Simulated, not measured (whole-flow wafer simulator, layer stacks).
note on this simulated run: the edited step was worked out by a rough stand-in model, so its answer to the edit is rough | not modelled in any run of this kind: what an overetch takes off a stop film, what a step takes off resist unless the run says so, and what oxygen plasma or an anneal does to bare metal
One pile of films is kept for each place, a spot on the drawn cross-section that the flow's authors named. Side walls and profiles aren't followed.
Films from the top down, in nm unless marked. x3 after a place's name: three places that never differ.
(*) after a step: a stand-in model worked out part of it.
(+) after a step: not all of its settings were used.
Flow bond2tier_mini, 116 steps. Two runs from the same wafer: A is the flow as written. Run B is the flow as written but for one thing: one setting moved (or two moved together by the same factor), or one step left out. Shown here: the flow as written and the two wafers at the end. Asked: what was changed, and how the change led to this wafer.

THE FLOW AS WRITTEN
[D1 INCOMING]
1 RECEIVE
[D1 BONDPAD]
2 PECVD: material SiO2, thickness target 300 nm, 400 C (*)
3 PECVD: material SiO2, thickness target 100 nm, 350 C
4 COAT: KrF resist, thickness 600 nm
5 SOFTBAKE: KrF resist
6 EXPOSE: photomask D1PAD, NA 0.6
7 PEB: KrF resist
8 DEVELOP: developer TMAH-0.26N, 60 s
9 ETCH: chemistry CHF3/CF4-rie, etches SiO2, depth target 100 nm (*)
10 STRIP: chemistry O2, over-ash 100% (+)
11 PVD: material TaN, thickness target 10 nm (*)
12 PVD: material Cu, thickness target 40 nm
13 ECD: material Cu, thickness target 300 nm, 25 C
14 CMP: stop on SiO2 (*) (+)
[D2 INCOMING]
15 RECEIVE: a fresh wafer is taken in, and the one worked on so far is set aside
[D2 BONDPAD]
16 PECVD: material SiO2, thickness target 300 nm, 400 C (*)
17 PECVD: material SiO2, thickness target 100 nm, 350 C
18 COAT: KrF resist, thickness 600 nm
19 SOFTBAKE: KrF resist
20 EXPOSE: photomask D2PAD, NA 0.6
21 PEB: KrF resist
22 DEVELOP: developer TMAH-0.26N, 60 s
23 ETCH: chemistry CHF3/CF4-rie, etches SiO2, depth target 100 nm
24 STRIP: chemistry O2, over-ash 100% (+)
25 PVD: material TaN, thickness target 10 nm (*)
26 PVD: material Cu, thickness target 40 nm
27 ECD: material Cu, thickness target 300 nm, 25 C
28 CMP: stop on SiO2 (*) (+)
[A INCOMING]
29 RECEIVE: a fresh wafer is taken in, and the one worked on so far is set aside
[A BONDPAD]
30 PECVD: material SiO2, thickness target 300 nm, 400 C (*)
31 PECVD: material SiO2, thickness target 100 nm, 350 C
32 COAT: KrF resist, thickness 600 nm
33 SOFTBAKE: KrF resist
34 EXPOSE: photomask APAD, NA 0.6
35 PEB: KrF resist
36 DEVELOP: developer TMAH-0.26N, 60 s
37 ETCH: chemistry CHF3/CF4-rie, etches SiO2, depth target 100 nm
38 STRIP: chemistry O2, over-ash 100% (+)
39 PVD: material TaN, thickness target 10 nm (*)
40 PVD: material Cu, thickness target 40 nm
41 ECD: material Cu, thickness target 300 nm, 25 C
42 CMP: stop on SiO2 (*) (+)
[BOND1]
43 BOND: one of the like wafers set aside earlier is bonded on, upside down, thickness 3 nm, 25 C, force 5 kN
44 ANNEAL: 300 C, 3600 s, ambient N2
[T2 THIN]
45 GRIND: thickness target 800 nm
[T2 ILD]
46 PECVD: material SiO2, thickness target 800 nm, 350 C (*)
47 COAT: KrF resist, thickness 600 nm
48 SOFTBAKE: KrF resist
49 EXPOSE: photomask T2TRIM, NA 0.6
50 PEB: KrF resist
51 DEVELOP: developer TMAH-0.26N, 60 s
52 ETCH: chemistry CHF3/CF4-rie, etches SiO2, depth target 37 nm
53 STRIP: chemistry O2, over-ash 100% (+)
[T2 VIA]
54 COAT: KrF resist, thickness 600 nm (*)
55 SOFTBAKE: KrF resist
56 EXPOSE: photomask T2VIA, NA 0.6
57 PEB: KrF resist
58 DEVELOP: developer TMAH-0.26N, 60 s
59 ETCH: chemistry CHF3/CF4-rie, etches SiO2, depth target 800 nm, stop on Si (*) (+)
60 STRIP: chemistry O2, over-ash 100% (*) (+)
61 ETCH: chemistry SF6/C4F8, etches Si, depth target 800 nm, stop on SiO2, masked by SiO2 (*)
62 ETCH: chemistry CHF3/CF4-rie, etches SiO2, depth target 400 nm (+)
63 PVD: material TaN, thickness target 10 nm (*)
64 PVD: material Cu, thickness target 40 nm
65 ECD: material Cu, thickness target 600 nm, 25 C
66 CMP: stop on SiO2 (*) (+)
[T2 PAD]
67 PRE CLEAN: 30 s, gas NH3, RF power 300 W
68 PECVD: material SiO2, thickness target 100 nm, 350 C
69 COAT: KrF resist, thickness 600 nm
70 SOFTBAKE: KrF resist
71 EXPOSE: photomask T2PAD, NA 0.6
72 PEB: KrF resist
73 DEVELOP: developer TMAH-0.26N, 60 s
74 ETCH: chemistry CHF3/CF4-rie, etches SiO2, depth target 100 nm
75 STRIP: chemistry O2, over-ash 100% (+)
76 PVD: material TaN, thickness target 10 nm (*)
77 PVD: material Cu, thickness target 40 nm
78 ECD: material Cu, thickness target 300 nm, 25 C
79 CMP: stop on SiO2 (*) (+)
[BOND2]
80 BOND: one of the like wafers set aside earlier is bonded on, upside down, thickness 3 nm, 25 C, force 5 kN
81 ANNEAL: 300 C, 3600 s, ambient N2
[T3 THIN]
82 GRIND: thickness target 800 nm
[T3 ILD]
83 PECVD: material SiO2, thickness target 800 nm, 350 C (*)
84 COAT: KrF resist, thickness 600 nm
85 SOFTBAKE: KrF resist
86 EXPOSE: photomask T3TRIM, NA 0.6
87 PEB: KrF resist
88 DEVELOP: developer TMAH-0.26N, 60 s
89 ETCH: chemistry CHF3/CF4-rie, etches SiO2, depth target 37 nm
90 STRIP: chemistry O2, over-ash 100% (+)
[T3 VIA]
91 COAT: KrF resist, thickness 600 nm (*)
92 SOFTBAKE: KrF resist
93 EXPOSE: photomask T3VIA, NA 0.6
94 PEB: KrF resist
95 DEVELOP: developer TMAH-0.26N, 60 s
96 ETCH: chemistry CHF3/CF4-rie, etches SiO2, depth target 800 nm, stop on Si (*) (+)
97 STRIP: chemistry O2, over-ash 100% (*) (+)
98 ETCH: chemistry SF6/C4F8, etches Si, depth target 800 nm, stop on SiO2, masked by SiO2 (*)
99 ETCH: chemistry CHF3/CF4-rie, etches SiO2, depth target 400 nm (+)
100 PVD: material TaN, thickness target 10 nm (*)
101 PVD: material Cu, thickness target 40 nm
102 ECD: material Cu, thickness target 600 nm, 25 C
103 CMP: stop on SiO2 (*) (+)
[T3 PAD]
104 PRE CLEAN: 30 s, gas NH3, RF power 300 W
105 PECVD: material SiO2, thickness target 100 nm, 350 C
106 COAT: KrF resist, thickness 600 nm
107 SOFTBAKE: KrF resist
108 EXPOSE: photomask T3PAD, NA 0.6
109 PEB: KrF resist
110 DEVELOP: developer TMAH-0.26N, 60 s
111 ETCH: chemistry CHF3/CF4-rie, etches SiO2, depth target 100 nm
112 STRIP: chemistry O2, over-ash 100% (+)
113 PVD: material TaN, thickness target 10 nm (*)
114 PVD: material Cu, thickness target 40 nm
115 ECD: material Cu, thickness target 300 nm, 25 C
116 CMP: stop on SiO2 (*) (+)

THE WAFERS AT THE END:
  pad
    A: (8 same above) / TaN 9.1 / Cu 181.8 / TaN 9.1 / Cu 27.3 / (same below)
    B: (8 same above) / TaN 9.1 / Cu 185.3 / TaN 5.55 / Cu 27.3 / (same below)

The cause: step 76, PVD: thickness target 6.1 nm was run, where the flow has thickness target 10 nm.

How the change led to this, step by step:
  76 PVD: material TaN, thickness target 10 nm (*)
      field: A TaN +10 (new film) | B TaN +6.1 (new film)
      pad: A TaN +9.1 (new film) | B TaN +5.55 (new film)
  79 CMP: stop on SiO2 (*) (+)
      field: A Cu -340 (all of it), TaN -10 (all of it) | B Cu -340 (all of it), TaN -6.1 (all of it)
